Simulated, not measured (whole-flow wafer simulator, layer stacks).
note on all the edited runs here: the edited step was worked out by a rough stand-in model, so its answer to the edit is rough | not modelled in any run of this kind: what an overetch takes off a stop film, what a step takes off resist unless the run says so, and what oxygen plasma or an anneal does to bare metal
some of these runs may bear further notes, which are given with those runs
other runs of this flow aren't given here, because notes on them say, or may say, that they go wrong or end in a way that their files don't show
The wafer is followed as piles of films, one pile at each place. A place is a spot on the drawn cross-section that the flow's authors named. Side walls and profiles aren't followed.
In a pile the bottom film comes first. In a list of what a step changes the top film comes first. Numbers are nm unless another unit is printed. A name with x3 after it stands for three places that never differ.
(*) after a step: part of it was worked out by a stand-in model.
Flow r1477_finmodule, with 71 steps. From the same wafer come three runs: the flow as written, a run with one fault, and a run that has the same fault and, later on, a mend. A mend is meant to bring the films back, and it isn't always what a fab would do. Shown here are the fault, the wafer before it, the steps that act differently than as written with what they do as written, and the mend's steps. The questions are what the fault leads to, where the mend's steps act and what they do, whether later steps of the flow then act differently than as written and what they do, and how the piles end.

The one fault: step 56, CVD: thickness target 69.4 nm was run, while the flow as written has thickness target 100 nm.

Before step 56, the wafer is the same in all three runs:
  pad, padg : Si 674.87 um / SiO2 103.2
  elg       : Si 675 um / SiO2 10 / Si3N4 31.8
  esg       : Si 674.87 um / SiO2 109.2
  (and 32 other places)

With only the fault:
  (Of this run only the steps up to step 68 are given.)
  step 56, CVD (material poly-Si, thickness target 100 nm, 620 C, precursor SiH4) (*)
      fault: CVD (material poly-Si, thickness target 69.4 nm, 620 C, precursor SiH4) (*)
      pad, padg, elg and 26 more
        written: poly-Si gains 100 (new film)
        fault: poly-Si gains 69.4 (new film)
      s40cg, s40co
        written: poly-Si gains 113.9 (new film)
        fault: poly-Si gains 82.4 (new film)
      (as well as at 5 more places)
  Steps further on in the flow that do not act as written (not shown: 2 more steps that differ only slightly, by at most 2% or 0.5 nm, whichever is larger):
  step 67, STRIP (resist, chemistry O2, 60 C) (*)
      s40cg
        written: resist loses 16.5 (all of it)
        fault: resist loses 17.3 (all of it)
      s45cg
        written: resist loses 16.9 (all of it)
        fault: resist loses 17.9 (all of it)
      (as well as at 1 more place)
  After step 68, at pad, padg, elg and 33 more, the piles differ from the flow's by more than 2% or 0.5 nm, whichever is larger.
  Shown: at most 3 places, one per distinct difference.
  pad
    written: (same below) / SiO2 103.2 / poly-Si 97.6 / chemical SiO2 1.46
    fault: (same below) / SiO2 103.2 / poly-Si 67 / chemical SiO2 1.46
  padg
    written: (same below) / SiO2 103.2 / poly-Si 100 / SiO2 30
    fault: (same below) / SiO2 103.2 / poly-Si 69.4 / SiO2 30
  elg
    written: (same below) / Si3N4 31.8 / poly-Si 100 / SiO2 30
    fault: (same below) / Si3N4 31.8 / poly-Si 69.4 / SiO2 30

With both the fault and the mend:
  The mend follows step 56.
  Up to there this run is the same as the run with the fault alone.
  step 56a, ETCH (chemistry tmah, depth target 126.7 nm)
      pad, padg, elg and 26 more
        poly-Si loses 69.4 (all of it)
      s40cg, s40co
        poly-Si loses 82.4 (all of it)
      s45cg, s45co
        poly-Si loses 81.6 (all of it)
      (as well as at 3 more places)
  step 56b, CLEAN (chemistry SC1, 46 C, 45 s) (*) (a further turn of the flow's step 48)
      s40sg_line, s45sg_line, s50sg_line, s40so_line, s45so_line, s50so_line
        SiO2 loses 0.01
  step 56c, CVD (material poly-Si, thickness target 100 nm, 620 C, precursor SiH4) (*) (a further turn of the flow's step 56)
      pad, padg, elg and 26 more
        poly-Si gains 100 (new film)
      s40cg, s40co
        poly-Si gains 113.9 (new film)
      s45cg, s45co
        poly-Si gains 113.4 (new film)
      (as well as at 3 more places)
  None of the later steps of the flow differs from how it acts as written, at any place that is followed, by more than 2% or 0.5 nm, whichever is larger.
  The piles end only slightly different from the flow's at the places that both follow, by no more than 2% or 0.5 nm, whichever is larger.
